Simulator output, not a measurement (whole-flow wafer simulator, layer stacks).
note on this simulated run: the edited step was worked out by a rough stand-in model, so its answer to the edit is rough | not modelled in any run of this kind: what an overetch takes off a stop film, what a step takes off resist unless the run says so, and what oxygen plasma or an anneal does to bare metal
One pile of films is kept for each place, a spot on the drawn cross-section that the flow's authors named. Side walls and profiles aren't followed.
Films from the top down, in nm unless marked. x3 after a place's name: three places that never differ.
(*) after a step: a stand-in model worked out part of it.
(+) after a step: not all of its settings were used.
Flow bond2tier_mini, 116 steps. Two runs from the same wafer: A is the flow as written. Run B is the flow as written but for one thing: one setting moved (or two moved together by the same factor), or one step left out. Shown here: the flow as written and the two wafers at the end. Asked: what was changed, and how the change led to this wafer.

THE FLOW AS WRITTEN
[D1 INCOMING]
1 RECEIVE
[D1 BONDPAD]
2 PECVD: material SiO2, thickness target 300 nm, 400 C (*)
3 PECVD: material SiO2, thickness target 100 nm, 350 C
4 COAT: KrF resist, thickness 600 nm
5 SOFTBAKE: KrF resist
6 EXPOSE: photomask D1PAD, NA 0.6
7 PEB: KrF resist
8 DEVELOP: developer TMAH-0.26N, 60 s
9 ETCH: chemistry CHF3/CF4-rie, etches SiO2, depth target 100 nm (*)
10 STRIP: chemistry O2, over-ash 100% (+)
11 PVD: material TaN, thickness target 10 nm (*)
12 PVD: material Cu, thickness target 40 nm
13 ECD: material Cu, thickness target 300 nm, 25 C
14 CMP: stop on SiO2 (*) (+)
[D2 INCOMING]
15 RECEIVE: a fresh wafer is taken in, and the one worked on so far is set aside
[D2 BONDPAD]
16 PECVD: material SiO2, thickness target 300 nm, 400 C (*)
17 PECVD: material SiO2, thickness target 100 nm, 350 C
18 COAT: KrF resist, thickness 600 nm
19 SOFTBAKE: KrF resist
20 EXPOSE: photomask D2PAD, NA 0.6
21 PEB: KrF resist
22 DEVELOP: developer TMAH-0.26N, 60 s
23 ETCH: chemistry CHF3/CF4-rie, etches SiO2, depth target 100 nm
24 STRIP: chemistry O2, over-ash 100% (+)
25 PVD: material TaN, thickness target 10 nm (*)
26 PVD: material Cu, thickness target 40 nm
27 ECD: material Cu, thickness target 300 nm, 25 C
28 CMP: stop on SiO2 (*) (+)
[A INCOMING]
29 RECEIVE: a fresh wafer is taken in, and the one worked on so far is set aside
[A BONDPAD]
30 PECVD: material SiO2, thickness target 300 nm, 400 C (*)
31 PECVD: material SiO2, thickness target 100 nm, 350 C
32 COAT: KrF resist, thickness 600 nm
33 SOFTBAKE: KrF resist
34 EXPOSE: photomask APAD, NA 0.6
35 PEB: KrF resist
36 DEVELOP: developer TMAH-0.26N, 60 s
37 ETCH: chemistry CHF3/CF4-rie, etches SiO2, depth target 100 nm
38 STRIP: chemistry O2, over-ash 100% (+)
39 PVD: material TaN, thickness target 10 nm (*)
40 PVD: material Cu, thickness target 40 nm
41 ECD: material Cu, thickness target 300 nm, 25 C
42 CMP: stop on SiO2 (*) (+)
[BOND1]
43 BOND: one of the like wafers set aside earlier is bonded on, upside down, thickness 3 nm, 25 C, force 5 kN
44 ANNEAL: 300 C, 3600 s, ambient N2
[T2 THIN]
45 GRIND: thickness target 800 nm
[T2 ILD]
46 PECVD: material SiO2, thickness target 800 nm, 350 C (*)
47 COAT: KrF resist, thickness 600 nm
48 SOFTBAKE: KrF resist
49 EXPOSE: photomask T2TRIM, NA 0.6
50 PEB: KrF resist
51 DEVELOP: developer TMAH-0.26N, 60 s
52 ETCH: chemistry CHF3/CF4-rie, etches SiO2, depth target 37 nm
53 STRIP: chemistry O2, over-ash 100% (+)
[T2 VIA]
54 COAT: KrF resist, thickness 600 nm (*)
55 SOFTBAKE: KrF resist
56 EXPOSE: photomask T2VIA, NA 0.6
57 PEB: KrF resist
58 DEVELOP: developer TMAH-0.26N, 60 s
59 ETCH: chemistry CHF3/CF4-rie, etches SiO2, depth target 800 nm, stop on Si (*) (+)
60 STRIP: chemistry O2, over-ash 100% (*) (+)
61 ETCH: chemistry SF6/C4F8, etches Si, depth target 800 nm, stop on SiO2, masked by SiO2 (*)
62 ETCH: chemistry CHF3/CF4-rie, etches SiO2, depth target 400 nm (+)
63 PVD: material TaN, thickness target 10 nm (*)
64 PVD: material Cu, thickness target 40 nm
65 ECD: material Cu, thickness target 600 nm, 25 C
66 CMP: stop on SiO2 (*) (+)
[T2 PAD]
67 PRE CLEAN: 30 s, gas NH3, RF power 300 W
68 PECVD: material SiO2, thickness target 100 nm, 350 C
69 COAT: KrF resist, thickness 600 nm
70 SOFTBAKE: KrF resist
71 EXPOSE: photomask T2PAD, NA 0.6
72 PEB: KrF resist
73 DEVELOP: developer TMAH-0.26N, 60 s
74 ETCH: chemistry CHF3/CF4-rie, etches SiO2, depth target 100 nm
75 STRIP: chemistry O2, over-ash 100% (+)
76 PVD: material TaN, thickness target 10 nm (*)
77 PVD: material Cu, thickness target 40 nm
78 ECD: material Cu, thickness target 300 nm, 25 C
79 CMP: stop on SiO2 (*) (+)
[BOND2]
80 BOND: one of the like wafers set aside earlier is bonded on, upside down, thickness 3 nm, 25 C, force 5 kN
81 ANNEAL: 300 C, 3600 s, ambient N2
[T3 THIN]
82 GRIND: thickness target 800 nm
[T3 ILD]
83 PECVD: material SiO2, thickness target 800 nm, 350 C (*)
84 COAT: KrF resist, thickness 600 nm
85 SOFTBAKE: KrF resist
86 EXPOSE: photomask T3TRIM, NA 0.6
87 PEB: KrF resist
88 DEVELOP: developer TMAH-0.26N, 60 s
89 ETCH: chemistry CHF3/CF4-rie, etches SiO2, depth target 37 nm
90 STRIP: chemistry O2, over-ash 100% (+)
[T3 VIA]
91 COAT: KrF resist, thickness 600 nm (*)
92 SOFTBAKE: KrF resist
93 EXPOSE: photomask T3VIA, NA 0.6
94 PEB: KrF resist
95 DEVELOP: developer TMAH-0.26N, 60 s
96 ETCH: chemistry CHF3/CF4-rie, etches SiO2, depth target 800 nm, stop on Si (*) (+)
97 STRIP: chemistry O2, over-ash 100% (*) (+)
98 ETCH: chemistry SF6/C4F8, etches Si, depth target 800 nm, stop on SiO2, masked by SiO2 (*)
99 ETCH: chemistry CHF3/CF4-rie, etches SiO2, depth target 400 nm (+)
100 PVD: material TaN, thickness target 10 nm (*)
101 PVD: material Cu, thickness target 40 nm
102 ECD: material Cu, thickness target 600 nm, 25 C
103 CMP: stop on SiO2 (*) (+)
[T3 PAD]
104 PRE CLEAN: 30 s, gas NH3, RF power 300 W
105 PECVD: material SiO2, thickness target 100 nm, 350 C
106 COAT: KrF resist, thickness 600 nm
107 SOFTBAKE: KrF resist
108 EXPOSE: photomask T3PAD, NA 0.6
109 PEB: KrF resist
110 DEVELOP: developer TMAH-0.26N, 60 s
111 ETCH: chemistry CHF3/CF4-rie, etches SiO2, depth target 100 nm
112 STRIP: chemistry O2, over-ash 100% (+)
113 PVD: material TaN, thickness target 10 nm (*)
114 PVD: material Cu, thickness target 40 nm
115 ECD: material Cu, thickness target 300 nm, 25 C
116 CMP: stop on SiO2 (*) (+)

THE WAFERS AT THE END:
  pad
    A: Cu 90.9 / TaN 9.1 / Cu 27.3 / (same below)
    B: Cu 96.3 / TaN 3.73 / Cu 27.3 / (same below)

The cause: step 113, PVD: thickness target 4.1 nm was run, where the flow has thickness target 10 nm.

How the change led to this, step by step:
  113 PVD: material TaN, thickness target 10 nm (*)
      field: A TaN +10 (new film) | B TaN +4.1 (new film)
      pad: A TaN +9.1 (new film) | B TaN +3.73 (new film)
  116 CMP: stop on SiO2 (*) (+)
      field: A Cu -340 (all of it), TaN -10 (all of it) | B Cu -340 (all of it), TaN -4.1 (all of it)
